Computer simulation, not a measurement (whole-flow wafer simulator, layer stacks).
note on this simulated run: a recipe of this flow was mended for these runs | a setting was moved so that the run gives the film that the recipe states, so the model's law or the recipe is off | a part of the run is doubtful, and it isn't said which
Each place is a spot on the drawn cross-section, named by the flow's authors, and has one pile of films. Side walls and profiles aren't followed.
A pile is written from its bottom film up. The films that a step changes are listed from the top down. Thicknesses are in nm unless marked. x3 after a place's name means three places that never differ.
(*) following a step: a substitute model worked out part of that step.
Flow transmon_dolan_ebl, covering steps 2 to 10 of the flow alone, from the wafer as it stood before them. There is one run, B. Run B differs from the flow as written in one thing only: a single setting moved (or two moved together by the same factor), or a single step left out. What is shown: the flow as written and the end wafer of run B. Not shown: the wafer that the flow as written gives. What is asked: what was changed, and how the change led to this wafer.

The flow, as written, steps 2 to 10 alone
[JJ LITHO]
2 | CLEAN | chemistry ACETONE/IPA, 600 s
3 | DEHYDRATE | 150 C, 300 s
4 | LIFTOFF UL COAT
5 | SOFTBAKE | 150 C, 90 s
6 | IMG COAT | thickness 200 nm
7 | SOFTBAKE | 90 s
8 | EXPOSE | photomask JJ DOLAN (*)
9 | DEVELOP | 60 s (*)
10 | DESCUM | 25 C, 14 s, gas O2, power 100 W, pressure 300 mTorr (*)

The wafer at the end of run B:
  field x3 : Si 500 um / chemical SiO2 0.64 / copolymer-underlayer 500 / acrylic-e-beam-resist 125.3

The reason: step 6, IMG COAT: thickness 140 nm was run, while the flow as written has thickness 200 nm.

Step by step, how the change led to this:
  6 | IMG COAT | thickness 200 nm
      field x3, jj_line: +140 acrylic-e-beam-resist (new film) (in the flow as written it would be: +200 acrylic-e-beam-resist (new film))
  9 | DEVELOP | 60 s (*)
      jj_line: -140 acrylic-e-beam-resist (all of it), -500 copolymer-underlayer (all of it) (in the flow as written it would be: -200 acrylic-e-beam-resist (all of it), -500 copolymer-underlayer (all of it))
